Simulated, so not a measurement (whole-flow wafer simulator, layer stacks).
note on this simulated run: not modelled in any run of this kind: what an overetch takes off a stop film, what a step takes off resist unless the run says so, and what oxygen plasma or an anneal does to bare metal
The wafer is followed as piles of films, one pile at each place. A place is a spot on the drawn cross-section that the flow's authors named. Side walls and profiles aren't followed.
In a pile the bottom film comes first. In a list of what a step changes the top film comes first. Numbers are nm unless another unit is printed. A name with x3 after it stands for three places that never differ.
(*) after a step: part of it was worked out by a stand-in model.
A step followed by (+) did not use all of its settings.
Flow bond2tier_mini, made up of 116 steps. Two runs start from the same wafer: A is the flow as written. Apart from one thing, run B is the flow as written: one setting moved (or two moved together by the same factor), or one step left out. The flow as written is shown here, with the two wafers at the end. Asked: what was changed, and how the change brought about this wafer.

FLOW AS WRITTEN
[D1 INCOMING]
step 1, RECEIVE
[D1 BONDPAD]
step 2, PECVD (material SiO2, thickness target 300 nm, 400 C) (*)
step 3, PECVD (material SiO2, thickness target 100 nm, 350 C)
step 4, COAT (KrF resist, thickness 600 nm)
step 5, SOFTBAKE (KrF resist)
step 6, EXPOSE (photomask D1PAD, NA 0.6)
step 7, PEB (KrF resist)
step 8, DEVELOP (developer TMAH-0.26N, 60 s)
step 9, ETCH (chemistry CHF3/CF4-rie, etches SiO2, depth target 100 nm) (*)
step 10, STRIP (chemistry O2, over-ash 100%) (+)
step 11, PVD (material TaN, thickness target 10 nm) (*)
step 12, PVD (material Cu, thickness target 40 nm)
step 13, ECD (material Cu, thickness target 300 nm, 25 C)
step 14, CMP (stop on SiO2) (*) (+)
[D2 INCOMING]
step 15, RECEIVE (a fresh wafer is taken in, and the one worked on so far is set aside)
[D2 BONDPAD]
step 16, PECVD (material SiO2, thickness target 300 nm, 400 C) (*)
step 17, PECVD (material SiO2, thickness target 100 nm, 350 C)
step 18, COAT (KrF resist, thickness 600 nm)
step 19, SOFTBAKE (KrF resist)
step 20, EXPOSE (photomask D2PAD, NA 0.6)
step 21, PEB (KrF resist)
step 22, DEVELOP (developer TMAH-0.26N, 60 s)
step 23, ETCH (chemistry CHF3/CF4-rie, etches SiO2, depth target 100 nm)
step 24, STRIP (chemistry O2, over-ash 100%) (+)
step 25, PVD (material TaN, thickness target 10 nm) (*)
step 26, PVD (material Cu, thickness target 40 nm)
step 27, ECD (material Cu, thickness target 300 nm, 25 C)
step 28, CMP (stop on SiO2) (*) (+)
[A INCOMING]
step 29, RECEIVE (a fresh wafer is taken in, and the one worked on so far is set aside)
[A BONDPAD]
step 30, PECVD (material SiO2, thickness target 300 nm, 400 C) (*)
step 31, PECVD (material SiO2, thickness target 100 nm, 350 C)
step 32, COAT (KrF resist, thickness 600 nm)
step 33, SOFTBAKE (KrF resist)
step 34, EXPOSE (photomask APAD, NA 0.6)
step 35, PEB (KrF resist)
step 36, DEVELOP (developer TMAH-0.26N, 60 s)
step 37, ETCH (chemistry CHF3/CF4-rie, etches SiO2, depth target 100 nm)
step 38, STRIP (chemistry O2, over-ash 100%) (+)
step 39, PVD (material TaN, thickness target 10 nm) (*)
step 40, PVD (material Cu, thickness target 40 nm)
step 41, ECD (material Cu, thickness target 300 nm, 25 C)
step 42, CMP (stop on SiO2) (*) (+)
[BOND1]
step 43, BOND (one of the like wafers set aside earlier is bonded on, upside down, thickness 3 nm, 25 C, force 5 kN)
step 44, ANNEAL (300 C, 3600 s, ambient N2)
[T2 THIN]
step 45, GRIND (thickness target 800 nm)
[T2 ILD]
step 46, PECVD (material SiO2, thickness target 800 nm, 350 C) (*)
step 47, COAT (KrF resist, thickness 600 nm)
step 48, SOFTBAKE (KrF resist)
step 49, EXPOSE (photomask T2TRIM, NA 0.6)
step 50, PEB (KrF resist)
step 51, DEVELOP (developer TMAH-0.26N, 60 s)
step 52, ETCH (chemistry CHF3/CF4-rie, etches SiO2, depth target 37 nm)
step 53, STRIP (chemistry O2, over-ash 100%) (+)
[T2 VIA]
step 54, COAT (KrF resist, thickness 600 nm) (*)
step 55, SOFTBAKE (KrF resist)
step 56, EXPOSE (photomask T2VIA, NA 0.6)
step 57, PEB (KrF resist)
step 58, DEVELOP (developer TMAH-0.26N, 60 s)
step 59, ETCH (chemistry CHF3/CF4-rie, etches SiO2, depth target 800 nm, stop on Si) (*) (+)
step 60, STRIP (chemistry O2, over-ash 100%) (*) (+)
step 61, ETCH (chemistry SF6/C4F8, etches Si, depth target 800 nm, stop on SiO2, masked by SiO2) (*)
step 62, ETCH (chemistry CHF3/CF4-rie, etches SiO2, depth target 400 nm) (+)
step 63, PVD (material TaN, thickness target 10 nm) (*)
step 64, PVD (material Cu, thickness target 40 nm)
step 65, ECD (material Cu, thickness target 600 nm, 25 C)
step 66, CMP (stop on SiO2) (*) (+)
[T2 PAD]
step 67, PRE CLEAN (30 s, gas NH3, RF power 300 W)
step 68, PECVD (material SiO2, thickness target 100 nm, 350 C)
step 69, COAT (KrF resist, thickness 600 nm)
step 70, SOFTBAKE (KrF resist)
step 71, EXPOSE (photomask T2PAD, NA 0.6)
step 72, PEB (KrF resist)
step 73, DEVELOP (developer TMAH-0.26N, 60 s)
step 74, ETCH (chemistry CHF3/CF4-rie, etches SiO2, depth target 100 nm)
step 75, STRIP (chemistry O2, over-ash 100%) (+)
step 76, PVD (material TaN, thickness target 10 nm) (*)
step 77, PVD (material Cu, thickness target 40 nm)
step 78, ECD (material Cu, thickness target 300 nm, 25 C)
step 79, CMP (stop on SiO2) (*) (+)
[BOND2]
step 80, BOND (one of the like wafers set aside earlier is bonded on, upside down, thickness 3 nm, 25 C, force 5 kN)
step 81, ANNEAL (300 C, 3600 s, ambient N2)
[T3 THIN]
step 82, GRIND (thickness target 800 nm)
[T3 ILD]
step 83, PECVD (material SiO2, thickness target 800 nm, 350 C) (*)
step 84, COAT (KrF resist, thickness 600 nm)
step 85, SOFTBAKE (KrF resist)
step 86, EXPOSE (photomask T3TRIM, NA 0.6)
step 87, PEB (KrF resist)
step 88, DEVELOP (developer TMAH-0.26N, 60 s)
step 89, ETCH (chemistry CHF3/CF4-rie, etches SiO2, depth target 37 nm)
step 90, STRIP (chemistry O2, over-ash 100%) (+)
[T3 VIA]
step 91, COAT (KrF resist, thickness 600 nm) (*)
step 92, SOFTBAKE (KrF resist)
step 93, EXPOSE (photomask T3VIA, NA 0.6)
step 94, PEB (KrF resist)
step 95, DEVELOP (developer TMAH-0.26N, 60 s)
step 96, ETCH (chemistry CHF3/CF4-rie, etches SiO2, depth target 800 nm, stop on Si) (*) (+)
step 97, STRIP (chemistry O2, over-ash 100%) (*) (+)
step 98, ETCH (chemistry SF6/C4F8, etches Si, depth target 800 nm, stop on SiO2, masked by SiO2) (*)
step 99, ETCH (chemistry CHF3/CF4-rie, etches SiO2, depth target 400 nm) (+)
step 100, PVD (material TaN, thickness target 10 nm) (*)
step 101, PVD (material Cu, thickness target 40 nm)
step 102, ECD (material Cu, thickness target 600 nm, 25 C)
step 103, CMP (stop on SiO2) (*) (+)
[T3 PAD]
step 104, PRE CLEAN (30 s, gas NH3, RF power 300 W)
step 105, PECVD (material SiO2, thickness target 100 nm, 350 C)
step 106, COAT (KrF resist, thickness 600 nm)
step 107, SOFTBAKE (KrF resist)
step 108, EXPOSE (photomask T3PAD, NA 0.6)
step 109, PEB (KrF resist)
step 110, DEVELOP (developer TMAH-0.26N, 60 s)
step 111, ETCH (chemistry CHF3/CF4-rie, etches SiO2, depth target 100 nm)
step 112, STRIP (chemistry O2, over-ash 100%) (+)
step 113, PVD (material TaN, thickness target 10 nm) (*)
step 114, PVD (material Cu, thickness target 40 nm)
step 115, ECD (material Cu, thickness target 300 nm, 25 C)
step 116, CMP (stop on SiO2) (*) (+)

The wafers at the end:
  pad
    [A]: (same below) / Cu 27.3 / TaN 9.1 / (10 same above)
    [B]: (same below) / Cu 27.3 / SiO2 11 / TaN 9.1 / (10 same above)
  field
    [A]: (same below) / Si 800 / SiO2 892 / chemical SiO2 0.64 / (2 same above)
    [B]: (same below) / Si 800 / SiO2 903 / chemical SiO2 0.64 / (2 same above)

Cause: step 68, PECVD: thickness target 111 nm was run, though the flow has thickness target 100 nm.

Step by step, how the change led to this:
  step 68, PECVD (material SiO2, thickness target 100 nm, 350 C)
      field: A +100 SiO2 | B +111 SiO2
      pad: A +100 SiO2 (new film) | B +111 SiO2 (new film)
  step 74, ETCH (chemistry CHF3/CF4-rie, etches SiO2, depth target 100 nm)
      pad: A -100 SiO2 (all of it) | B -100 SiO2
With metal films that touch counted as one body, pad has 4 bodies (between them, from the top down: SiO2 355 / Si 800 / chemical SiO2 0.64 / SiO2 300; SiO2 11; SiO2 355 / Si 800 / chemical SiO2 0.64 / SiO2 300); the flow as written gives 3 bodies (between them, from the top down: SiO2 355 / Si 800 / chemical SiO2 0.64 / SiO2 300; SiO2 355 / Si 800 / chemical SiO2 0.64 / SiO2 300).
